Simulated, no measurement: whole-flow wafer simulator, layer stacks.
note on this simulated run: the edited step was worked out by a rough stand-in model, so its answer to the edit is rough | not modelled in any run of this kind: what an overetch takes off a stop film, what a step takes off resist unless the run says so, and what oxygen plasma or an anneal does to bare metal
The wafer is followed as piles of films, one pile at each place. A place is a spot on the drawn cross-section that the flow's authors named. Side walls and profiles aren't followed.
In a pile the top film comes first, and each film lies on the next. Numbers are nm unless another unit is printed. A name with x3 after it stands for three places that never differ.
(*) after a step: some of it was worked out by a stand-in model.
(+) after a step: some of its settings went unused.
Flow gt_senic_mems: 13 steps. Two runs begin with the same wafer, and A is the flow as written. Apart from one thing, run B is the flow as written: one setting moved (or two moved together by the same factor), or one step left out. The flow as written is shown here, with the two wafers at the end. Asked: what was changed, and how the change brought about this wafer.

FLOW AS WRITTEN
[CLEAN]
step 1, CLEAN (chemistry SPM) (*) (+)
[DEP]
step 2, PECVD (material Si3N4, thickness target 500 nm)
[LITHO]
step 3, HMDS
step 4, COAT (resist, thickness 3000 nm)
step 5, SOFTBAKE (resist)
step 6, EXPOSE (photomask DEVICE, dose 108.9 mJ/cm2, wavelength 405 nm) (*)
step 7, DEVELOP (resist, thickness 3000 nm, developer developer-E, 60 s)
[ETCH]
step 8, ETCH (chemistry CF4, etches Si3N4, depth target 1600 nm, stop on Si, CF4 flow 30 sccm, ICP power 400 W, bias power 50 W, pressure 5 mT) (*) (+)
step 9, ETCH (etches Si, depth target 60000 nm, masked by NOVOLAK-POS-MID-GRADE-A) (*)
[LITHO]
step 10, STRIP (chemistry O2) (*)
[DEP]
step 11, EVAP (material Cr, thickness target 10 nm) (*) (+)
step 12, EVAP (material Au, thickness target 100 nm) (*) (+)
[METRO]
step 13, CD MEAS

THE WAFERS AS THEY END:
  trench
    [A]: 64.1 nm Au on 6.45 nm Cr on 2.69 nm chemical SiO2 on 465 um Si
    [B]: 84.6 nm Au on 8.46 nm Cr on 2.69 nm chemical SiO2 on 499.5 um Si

Cause: step 9, ETCH: depth target 25500 nm was run, though the flow has depth target 60000 nm.

How this came from the change, step by step:
  step 9, ETCH (etches Si, depth target 60000 nm, masked by NOVOLAK-POS-MID-GRADE-A) (*)
      field: A resist loses 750 | B resist loses 318.8
      trench: A Si loses 60 um | B Si loses 25.5 um
  step 10, STRIP (chemistry O2) (*)
      field: A resist loses 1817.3 (all of it) | B resist loses 2248.6 (all of it)
  step 11, EVAP (material Cr, thickness target 10 nm) (*) (+)
      trench: A Cr gains 6.45 (new film) | B Cr gains 8.46 (new film)
  step 12, EVAP (material Au, thickness target 100 nm) (*) (+)
      trench: A Au gains 64.1 (new film) | B Au gains 84.6 (new film)
